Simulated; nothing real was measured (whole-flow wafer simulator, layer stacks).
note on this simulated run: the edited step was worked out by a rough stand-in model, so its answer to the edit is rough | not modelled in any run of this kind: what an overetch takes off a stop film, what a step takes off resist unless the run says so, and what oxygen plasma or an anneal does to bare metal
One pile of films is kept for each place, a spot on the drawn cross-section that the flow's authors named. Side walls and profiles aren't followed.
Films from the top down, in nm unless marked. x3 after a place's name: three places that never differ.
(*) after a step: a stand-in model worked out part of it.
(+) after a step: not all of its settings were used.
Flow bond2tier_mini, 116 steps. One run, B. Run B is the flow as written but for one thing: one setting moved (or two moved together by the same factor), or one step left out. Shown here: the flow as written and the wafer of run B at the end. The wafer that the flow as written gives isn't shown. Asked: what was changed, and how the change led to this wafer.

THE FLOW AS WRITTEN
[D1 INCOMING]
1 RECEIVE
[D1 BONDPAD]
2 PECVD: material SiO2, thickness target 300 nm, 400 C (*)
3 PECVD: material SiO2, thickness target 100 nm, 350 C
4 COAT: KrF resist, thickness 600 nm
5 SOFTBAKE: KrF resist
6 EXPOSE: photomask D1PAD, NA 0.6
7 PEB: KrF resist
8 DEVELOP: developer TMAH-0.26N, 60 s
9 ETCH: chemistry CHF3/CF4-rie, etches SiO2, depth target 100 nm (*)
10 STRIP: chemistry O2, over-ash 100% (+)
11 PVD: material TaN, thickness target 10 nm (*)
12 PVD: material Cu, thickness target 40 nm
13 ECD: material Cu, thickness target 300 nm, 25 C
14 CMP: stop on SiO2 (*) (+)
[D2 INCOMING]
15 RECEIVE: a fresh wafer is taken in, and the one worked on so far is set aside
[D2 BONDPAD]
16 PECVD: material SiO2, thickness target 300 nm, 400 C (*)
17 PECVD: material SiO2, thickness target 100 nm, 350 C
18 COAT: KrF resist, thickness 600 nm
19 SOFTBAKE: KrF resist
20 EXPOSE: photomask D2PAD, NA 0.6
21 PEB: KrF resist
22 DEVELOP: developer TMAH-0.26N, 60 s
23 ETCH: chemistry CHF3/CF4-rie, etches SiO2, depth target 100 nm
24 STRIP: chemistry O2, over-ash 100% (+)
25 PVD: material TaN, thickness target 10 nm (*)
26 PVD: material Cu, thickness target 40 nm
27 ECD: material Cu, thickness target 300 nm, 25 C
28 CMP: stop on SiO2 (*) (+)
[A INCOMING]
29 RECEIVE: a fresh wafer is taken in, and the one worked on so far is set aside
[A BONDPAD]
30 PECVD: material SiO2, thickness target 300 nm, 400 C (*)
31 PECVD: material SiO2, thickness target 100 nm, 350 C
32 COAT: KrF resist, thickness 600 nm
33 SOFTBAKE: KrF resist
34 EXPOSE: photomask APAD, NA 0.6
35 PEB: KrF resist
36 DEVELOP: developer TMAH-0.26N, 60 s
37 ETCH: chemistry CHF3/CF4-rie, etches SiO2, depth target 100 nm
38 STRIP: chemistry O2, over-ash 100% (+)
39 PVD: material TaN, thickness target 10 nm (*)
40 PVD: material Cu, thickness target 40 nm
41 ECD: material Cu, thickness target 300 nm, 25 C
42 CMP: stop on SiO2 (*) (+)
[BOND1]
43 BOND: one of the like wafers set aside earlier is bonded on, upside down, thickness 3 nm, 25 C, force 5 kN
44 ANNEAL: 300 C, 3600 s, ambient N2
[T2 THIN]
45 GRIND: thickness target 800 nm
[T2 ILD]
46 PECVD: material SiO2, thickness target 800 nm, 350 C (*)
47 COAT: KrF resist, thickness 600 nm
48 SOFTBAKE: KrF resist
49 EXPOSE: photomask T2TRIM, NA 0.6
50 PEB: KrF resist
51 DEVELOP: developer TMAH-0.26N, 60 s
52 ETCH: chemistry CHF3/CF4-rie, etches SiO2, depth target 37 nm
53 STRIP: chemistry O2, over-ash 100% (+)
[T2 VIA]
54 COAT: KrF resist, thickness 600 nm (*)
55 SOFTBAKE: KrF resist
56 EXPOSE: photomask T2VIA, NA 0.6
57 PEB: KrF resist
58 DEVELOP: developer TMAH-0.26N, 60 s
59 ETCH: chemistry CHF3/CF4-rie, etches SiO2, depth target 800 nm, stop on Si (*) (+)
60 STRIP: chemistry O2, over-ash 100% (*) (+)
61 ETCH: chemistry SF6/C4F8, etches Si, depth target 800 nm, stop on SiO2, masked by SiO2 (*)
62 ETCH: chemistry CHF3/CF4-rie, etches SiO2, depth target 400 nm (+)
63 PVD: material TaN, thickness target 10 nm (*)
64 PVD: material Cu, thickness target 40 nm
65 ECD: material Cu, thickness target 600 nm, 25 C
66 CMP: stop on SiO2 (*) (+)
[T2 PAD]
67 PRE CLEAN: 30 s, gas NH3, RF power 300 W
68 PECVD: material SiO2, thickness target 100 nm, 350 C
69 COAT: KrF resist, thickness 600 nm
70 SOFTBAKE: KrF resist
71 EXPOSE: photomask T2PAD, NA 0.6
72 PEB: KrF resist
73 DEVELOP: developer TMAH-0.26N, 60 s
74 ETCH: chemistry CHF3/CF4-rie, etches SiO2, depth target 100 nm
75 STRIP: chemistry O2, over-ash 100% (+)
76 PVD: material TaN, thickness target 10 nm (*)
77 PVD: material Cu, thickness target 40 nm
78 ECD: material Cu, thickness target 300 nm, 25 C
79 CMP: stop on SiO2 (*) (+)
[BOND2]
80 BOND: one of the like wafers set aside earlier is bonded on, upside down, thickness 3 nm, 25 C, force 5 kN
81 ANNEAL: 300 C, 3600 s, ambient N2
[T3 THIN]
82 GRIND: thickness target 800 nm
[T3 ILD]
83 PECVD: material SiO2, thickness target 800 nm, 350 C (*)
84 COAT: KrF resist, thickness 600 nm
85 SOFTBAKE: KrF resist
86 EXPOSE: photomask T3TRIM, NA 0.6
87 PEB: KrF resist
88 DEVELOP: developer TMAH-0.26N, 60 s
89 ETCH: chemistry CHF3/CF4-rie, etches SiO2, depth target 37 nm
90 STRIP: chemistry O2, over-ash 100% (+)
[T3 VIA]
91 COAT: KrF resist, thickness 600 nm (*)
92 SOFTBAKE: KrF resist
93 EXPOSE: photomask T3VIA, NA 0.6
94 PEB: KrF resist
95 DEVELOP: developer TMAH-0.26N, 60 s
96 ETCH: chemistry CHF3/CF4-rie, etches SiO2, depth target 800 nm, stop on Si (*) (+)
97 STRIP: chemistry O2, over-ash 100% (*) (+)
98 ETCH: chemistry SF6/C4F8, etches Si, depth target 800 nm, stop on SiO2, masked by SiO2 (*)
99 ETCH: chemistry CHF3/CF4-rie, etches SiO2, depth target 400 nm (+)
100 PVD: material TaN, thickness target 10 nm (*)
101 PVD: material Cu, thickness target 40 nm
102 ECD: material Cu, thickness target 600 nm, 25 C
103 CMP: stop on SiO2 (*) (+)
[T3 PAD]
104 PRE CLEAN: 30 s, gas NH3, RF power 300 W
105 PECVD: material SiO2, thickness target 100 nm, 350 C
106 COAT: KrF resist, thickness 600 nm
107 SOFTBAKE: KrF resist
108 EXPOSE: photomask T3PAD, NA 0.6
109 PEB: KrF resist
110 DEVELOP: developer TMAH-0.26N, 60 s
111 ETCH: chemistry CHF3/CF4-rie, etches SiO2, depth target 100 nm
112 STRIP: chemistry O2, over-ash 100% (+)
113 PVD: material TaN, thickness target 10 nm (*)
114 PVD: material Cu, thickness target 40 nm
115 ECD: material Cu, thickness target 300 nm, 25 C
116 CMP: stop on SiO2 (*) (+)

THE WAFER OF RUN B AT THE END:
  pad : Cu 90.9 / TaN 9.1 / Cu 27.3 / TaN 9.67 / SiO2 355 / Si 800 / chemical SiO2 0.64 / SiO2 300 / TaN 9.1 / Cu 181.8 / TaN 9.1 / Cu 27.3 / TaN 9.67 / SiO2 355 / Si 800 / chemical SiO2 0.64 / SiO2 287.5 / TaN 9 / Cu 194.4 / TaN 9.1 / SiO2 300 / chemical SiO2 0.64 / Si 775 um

The cause: step 9, ETCH: depth target 112.5 nm was run, where the flow has depth target 100 nm.

How the change led to this, step by step:
  9 ETCH: chemistry CHF3/CF4-rie, etches SiO2, depth target 100 nm (*)
      pad, via: SiO2 -112.5 (as written it would be: SiO2 -100)
      field: KrF resist -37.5 (as written it would be: KrF resist -33.3)
  13 ECD: material Cu, thickness target 300 nm, 25 C
      pad: Cu +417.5 (as written it would be: Cu +404.5)
      via: Cu +412.7 (as written it would be: Cu +400.2)
  43 BOND: one of the like wafers set aside earlier is bonded on, upside down, thickness 3 nm, 25 C, force 5 kN
      pad: Si +775 um (new film), chemical SiO2 +0.64 (new film), SiO2 +287.5 (new film), TaN +9 (new film), Cu +103.5 (as written it would be: Si +775 um (new film), chemical SiO2 +0.64 (new film), SiO2 +300 (new film), TaN +9.1 (new film), Cu +90.9)
      via: Si +775 um (new film), chemical SiO2 +0.64 (new film), SiO2 +287.5 (new film), TaN +9.96 (new film), Cu +102.5 (as written it would be: Si +775 um (new film), chemical SiO2 +0.64 (new film), SiO2 +300 (new film), TaN +9.97 (new film), Cu +90)
